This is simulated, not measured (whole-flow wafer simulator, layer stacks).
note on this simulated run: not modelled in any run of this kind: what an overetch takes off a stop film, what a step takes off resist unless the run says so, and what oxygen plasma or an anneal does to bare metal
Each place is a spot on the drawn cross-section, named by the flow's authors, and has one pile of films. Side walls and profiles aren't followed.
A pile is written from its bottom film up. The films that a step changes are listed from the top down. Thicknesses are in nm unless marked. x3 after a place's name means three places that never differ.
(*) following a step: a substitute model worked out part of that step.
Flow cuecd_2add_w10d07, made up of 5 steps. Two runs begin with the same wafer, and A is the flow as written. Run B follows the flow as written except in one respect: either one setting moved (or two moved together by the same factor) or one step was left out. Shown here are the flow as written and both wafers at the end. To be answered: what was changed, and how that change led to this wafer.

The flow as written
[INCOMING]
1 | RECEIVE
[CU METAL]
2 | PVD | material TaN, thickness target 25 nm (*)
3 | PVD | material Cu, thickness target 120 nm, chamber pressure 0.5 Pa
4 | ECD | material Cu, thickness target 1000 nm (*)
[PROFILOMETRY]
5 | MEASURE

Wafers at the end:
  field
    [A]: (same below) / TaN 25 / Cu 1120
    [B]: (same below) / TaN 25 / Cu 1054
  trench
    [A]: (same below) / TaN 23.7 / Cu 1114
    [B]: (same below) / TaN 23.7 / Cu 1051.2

What caused this: step 3, PVD: thickness target 54 nm was run, whereas the flow has thickness target 120 nm.

How this came from the change, step by step:
  3 | PVD | material Cu, thickness target 120 nm, chamber pressure 0.5 Pa
      field: A +120 Cu (new film) | B +54 Cu (new film)
      trench: A +114 Cu (new film) | B +51.2 Cu (new film)
